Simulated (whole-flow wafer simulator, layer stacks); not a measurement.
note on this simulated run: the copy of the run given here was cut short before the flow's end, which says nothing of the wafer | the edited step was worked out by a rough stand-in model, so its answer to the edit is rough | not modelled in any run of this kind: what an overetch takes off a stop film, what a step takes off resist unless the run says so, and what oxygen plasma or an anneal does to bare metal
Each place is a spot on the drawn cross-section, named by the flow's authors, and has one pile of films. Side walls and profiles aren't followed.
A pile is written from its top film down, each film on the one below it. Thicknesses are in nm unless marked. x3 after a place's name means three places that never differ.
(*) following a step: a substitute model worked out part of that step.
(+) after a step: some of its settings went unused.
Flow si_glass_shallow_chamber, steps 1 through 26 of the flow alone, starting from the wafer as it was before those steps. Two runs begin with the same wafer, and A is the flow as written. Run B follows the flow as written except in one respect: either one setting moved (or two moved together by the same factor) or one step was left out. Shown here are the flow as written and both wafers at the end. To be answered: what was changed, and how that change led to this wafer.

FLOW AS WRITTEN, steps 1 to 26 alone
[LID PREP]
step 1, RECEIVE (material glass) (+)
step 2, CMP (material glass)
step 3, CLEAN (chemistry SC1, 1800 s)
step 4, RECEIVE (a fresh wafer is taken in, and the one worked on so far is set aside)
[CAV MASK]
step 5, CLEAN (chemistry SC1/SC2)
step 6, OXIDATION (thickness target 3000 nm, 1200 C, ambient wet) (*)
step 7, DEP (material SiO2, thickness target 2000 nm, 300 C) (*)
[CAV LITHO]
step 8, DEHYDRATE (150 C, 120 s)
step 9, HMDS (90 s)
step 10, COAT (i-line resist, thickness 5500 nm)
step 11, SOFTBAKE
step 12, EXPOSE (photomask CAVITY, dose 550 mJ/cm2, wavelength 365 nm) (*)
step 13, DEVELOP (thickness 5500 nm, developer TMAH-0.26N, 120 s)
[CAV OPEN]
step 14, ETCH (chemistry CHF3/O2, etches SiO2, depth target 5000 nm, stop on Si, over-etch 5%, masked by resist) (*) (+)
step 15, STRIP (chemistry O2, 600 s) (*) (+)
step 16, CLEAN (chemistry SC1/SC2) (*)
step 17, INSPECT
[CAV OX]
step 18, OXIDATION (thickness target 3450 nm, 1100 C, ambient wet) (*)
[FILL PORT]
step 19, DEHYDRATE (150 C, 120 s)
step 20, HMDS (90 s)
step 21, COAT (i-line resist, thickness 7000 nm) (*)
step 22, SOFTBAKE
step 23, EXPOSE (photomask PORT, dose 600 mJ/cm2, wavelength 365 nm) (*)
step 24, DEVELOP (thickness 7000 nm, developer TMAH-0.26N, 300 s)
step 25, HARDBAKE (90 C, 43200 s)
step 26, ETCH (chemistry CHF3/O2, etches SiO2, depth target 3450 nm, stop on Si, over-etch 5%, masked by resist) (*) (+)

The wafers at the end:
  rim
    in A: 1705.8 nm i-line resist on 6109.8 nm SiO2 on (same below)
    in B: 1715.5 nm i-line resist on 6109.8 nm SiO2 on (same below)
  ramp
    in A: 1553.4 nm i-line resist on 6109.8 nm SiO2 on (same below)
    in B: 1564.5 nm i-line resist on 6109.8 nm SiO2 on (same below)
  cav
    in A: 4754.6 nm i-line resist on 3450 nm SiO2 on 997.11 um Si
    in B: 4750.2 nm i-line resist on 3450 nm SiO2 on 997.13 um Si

What caused this: step 14, ETCH: over-etch 3.06% was run, while the flow as written has over-etch 5%.

The path from the change to this, step by step:
  step 14, ETCH (chemistry CHF3/O2, etches SiO2, depth target 5000 nm, stop on Si, over-etch 5%, masked by resist) (*) (+)
      cav, port: A -5000 SiO2 (all of it), -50 Si | B -5000 SiO2 (all of it), -30.6 Si
  step 15, STRIP (chemistry O2, 600 s) (*) (+)
      rim, ramp, septum, ring: A -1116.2 i-line resist (all of it) | B -1197 i-line resist (all of it)
